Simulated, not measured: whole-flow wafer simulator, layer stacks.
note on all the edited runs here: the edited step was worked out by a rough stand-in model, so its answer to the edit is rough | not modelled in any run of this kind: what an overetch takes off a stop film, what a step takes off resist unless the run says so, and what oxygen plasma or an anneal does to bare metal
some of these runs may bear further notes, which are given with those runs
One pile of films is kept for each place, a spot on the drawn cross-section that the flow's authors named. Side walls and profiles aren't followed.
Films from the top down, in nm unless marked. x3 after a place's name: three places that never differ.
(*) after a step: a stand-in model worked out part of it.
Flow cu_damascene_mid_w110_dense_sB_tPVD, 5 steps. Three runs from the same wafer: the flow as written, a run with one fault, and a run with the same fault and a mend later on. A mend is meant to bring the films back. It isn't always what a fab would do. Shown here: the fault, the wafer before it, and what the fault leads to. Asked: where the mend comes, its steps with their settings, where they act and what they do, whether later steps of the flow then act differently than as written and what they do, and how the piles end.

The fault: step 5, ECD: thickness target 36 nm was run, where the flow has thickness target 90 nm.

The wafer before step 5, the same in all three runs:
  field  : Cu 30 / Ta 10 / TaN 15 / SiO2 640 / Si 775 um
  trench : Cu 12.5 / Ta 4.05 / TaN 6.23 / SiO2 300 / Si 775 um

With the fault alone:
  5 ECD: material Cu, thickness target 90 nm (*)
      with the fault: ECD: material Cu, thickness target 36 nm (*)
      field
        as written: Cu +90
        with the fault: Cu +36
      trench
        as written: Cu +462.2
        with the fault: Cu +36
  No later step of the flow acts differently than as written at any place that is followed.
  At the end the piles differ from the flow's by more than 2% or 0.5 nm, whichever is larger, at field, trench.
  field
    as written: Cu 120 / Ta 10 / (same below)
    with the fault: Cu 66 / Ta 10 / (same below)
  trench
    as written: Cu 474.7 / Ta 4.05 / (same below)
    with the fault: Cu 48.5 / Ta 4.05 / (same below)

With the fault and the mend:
  The mend comes after step 5.
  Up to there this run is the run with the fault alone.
  5a ECD: material Cu, thickness target 54 nm (*) (the flow's step 5 once more, with other settings)
      field
        Cu +54
      trench
        Cu +426.2
  No later step of the flow acts differently than as written at any place that is followed.
  At the end the piles are the same as the flow's at every place that both follow.
